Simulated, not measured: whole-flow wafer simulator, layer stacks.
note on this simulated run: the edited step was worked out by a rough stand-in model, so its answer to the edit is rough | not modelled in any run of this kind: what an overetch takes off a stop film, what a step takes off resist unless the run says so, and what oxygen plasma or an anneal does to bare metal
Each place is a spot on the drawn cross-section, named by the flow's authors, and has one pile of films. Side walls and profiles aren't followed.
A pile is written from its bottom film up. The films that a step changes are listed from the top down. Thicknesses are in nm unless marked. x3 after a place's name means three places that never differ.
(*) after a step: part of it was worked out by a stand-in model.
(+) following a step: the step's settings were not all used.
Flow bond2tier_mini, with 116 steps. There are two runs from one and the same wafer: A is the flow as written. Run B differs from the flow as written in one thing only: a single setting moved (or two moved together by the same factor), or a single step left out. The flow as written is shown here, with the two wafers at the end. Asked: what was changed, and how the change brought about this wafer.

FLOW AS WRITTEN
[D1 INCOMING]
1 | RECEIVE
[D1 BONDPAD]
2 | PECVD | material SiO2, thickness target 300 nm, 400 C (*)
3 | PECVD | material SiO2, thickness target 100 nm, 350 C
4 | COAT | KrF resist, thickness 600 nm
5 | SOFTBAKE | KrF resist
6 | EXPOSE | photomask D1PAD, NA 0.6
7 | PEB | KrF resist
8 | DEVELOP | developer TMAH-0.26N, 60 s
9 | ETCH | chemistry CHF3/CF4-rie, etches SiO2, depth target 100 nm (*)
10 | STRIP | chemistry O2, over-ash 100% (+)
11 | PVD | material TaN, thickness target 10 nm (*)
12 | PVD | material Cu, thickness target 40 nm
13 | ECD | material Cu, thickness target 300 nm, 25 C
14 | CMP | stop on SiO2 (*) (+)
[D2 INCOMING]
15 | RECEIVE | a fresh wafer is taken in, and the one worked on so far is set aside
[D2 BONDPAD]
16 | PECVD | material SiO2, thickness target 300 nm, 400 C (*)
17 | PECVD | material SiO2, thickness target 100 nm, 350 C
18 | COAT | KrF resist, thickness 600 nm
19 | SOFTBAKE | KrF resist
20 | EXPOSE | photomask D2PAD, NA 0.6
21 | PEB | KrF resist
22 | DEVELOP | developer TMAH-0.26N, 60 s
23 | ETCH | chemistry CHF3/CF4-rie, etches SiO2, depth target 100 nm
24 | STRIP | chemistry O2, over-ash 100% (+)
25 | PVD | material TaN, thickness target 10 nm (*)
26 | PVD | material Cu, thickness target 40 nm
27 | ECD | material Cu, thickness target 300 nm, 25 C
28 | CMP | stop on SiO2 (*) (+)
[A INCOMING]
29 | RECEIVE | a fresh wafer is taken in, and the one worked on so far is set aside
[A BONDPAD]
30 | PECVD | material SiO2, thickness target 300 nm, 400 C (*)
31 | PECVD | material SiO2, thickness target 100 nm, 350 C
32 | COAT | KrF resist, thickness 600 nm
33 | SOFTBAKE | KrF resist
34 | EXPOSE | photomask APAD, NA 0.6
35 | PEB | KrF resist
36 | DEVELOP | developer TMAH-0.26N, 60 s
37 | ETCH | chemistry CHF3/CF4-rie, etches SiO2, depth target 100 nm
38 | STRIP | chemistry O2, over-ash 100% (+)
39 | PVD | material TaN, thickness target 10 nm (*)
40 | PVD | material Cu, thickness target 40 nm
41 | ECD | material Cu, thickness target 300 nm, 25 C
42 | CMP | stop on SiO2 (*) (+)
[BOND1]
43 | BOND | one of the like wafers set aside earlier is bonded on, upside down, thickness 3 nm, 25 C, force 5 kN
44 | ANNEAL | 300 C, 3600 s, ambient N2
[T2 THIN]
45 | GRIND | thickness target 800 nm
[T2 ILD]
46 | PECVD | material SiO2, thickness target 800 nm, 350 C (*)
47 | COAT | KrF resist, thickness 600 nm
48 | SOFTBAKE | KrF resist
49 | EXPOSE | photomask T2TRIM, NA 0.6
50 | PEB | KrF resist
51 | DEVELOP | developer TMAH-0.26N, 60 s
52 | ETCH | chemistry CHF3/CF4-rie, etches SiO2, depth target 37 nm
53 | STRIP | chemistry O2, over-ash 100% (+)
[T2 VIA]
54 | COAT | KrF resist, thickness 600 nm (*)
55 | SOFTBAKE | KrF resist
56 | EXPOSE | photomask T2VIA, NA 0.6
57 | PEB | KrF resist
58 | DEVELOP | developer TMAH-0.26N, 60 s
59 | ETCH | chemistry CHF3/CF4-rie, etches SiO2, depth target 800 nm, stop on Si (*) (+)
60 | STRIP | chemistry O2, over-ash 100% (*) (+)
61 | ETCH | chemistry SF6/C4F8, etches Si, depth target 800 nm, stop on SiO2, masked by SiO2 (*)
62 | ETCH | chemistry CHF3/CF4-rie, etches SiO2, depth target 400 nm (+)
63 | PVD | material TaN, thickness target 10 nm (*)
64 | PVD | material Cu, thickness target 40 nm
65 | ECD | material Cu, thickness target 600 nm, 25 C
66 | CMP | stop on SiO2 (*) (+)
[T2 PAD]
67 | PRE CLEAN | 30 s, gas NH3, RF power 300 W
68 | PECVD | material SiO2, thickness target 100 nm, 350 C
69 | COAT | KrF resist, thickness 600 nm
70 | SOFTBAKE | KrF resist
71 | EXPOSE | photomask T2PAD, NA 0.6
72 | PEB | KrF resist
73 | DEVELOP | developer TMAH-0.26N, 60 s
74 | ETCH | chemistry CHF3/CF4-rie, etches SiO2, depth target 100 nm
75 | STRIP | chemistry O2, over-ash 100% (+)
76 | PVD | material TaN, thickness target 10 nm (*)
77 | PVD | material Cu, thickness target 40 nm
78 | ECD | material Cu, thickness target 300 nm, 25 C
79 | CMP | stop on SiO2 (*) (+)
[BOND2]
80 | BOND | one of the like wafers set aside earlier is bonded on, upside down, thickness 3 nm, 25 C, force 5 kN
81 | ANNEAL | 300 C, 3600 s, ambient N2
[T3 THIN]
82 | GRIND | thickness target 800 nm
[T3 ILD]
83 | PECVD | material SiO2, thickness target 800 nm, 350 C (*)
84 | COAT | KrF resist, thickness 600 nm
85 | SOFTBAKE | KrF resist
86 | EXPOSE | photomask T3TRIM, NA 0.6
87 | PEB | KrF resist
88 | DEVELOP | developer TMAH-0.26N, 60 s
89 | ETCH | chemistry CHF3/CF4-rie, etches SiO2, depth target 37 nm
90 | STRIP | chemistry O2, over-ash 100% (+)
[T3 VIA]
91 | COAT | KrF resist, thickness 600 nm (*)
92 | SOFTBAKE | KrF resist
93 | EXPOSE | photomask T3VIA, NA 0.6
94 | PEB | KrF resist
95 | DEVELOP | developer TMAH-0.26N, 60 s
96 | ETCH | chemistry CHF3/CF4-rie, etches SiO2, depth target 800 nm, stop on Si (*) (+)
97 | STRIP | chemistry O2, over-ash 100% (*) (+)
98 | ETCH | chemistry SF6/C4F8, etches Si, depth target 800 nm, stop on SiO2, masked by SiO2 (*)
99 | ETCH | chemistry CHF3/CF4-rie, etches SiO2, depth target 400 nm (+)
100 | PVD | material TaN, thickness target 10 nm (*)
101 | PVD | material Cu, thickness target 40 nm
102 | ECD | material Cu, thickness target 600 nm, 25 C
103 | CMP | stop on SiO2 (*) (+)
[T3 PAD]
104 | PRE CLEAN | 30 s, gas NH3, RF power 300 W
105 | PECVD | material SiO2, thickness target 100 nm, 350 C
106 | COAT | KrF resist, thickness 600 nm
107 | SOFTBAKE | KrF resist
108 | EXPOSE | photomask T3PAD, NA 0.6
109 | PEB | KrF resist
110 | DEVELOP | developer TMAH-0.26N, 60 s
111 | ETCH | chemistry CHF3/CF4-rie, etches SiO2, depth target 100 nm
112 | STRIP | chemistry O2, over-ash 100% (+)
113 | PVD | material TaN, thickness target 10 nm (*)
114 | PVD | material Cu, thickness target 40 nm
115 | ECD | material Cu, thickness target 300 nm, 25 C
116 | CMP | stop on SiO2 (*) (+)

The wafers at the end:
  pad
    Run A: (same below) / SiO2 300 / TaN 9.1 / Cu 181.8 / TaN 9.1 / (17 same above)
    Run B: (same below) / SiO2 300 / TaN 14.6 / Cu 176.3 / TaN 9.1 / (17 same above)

The reason: step 39, PVD: thickness target 16 nm was run, whereas the flow has thickness target 10 nm.

The path from the change to this, step by step:
  39 | PVD | material TaN, thickness target 10 nm (*)
      field: A +10 TaN (new film) | B +16 TaN (new film)
      pad: A +9.1 TaN (new film) | B +14.6 TaN (new film)
      (and at 1 other place as well)
  42 | CMP | stop on SiO2 (*) (+)
      field: A -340 Cu (all of it), -10 TaN (all of it) | B -340 Cu (all of it), -16 TaN (all of it)
